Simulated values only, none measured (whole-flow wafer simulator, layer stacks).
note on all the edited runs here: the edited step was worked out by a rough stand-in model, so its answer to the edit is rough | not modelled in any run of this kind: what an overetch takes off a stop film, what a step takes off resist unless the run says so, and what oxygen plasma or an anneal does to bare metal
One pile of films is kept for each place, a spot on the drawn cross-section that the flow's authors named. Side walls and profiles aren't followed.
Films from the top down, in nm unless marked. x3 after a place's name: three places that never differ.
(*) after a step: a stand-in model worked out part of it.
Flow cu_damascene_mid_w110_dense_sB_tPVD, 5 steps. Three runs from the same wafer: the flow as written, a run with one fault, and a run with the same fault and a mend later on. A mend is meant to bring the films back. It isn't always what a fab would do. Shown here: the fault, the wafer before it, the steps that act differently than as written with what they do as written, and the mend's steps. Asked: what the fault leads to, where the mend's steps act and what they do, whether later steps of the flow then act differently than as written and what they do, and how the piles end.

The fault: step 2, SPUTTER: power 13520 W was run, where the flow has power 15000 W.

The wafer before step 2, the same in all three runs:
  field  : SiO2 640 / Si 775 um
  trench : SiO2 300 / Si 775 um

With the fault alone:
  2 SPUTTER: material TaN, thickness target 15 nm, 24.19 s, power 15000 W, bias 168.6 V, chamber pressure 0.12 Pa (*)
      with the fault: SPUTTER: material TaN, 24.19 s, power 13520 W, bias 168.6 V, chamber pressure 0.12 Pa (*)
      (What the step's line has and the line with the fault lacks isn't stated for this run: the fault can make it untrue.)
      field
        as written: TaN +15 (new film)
        with the fault: TaN +13.5 (new film)
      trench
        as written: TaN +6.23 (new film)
        with the fault: TaN +5.61 (new film)
  No later step of the flow acts differently than as written, at any place that is followed, by more than 2% or 0.5 nm, whichever is larger.
  At the end the piles differ from the flow's by more than 2% or 0.5 nm, whichever is larger, at field, trench.
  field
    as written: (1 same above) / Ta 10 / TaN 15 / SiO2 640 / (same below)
    with the fault: (1 same above) / Ta 10 / TaN 13.5 / SiO2 640 / (same below)
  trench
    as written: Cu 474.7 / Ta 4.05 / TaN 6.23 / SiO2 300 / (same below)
    with the fault: Cu 473.8 / Ta 4.06 / TaN 5.61 / SiO2 300 / (same below)

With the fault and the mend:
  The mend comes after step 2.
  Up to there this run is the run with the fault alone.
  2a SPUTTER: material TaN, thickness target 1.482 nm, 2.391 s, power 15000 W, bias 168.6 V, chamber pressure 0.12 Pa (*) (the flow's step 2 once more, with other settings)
      field
        TaN +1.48
      trench
        TaN +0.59
  No later step of the flow acts differently than as written, at any place that is followed, by more than 2% or 0.5 nm, whichever is larger.
  At the end the piles differ from the flow's only slightly at the places that both follow, by at most 2% or 0.5 nm, whichever is larger.
